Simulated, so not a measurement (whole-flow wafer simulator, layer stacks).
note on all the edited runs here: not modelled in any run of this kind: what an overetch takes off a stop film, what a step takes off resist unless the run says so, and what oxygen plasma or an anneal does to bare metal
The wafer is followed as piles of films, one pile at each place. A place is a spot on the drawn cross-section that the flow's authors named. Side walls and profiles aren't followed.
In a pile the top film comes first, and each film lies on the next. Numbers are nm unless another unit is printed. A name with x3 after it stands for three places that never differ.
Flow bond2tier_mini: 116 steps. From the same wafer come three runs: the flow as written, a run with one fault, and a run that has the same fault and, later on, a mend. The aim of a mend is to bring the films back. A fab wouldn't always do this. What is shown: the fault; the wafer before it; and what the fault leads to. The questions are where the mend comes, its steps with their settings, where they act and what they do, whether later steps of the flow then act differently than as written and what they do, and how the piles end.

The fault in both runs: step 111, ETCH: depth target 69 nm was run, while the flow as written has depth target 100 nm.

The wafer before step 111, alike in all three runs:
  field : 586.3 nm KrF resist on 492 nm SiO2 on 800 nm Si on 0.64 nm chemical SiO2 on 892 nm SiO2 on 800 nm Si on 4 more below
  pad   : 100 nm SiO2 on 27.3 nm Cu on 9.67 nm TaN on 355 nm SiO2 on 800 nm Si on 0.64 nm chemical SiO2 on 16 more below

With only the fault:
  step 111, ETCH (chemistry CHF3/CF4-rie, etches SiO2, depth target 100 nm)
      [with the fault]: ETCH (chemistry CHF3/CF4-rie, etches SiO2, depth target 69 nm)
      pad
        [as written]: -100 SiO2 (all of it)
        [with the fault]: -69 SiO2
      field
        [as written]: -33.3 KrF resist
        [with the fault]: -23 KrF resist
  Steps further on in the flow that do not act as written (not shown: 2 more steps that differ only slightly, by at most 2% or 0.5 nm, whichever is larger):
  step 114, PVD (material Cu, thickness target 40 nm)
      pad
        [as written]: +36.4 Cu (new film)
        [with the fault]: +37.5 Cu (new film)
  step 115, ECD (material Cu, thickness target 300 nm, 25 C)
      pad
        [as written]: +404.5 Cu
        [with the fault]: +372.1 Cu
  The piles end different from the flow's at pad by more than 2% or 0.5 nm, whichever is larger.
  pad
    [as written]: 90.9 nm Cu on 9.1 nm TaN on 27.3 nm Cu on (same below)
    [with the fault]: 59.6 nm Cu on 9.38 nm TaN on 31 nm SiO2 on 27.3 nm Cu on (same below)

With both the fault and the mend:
  After step 111 comes the mend.
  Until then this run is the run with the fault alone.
  step 111a, ETCH (chemistry CHF3/CF4-rie, etches SiO2, depth target 31 nm) (the flow's step 111, run once more with other settings)
      field
        -10.3 KrF resist
      pad
        -31 SiO2 (all of it)
  Later steps of the flow that are run all act as written at every place that is followed.
  At every place that both follow, the piles at the end match the flow's.
